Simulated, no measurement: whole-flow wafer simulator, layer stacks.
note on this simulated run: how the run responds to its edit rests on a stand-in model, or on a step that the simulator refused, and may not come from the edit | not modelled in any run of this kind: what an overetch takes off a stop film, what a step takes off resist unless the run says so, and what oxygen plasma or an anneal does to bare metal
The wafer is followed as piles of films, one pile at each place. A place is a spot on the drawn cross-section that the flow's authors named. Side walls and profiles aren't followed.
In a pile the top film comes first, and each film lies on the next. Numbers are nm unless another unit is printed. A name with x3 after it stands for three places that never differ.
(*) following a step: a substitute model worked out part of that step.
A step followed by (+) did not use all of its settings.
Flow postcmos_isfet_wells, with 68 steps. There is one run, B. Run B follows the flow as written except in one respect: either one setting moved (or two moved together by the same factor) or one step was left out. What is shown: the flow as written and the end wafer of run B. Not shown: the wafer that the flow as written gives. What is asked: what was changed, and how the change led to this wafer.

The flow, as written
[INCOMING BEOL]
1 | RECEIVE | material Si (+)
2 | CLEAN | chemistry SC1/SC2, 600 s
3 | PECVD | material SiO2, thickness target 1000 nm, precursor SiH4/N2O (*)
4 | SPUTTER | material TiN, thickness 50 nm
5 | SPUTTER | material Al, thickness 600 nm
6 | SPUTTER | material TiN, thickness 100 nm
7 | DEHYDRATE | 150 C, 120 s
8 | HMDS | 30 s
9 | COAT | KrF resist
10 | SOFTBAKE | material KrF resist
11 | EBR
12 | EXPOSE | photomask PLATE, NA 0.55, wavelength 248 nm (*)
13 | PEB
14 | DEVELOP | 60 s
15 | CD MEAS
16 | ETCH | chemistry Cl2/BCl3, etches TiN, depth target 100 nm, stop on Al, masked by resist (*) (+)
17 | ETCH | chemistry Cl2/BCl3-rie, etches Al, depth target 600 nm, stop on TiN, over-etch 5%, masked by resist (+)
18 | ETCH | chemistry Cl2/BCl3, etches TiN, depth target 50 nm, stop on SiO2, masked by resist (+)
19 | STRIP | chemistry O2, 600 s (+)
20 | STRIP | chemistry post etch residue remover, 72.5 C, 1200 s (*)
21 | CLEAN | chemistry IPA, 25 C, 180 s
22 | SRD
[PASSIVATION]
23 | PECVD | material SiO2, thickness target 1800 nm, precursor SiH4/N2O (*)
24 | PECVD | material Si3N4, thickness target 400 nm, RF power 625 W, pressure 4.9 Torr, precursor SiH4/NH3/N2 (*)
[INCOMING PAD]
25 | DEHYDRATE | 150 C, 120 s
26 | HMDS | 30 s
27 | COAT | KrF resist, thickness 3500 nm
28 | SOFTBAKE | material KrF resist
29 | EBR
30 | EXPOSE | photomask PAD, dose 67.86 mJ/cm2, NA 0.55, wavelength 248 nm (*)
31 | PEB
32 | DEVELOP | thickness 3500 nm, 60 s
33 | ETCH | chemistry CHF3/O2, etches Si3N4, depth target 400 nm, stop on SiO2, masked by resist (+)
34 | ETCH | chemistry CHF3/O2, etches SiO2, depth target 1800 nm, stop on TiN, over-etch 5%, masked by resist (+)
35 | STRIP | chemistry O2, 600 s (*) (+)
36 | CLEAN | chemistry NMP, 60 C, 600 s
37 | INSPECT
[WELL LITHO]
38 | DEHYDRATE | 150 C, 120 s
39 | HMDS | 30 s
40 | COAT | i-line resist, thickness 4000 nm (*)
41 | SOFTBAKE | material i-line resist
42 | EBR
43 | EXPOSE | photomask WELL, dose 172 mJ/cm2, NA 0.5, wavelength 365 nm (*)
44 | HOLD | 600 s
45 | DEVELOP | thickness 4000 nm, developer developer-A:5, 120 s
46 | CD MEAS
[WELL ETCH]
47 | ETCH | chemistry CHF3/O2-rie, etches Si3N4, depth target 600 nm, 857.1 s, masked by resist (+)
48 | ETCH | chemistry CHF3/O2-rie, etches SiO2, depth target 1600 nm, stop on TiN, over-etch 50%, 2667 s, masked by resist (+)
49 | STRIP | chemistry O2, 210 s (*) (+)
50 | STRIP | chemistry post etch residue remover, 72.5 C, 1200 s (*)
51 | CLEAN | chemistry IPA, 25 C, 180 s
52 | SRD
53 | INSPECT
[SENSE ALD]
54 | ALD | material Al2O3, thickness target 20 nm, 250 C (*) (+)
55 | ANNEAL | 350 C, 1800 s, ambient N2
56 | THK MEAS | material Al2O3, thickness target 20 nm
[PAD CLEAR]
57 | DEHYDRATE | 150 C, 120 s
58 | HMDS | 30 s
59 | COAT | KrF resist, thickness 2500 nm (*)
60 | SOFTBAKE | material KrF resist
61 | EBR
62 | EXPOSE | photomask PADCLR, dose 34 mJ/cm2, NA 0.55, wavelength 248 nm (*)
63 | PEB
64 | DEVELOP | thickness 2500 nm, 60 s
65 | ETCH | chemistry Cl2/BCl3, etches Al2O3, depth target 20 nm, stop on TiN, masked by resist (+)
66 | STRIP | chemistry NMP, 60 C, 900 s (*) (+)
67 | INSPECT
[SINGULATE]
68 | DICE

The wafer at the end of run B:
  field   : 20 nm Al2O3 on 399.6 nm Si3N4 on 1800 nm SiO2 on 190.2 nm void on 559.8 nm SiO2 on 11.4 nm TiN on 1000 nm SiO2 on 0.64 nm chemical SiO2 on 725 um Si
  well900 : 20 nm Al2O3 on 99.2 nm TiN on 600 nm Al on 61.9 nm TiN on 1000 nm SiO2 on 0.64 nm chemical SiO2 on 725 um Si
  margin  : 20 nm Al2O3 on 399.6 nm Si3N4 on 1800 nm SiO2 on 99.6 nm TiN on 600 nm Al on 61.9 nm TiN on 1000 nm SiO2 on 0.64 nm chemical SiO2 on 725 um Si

Cause: step 4, SPUTTER: thickness 61.85 nm was run, though the flow has thickness 50 nm.
The wafer lets one read it off: well900 has TiN 61.9, and step 4 as written asks for 50 nm.

Step by step, how the change led to this:
  4 | SPUTTER | material TiN, thickness 50 nm
      field, margin, well900, well1300 x3, pad_rim, pad_clr, pad_open: +61.9 TiN (new film) (as written it would have been: +50 TiN (new film))
  18 | ETCH | chemistry Cl2/BCl3, etches TiN, depth target 50 nm, stop on SiO2, masked by resist (+)
      field: -50 TiN (as written it would have been: -50 TiN (all of it))
  23 | PECVD | material SiO2, thickness target 1800 nm, precursor SiH4/N2O (*)
      field: +1800 SiO2 (new film), +190.2 void (new film), +559.8 SiO2 (new film) (as written it would have been: +1800 SiO2 (new film), +189.9 void (new film), +559.7 SiO2)
Taking metal films that touch as one body, field has 1 body; the flow as written gives 0 bodies.
